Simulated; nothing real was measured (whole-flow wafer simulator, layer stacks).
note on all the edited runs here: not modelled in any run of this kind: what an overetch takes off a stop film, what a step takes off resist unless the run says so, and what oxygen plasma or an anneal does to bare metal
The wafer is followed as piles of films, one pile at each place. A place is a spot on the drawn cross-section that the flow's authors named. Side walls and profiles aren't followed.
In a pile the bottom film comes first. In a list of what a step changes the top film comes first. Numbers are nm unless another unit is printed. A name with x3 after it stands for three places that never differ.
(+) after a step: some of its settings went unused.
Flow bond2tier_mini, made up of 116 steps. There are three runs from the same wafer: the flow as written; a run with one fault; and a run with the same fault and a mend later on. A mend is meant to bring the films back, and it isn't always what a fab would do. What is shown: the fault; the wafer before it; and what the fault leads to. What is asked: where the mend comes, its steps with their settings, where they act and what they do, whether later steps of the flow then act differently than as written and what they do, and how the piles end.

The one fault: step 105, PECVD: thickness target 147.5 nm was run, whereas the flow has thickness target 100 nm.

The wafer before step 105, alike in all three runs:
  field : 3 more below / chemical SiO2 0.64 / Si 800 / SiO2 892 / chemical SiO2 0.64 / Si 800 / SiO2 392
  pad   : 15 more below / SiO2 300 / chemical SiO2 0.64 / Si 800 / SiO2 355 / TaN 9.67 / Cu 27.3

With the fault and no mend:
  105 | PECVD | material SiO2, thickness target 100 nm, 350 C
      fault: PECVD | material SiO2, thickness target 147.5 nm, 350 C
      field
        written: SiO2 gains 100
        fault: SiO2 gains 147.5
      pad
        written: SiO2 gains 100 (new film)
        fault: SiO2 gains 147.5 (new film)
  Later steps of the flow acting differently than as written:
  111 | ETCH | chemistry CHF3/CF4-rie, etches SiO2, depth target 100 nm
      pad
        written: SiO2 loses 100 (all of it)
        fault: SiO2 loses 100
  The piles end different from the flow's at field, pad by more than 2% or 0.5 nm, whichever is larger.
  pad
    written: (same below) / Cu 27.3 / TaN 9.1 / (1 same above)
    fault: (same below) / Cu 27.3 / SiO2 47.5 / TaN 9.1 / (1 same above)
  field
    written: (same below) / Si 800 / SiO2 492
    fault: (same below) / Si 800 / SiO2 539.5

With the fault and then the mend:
  The mend stands after step 110.
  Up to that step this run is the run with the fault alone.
  110a | STRIP | chemistry O2, over-ash 100% (+)
      field
        KrF resist loses 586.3 (all of it)
  110b | ETCH | chemistry CHF3/CF4-rie, etches SiO2, depth target 47.5 nm (the flow's step 62, run once more with other settings)
      field, pad
        SiO2 loses 47.5
  110c | COAT | KrF resist, thickness 600 nm (the flow's step 106, run once more)
      field, pad
        KrF resist gains 600 (new film)
  110d | SOFTBAKE | KrF resist (the flow's step 107, run once more)
      alters no film at any place that is followed
  110e | EXPOSE | photomask T3PAD, NA 0.6 (the flow's step 108, run once more)
      alters no film at any place that is followed
  110f | PEB | KrF resist (the flow's step 109, run once more)
      alters no film at any place that is followed
  110g | DEVELOP | developer TMAH-0.26N, 60 s (the flow's step 110, run once more)
      field
        KrF resist loses 13.7
      pad
        KrF resist loses 600 (all of it)
  Every later step of the flow that is run acts as written at every place that is followed.
  By the end, the piles equal the flow's at every place that both follow.
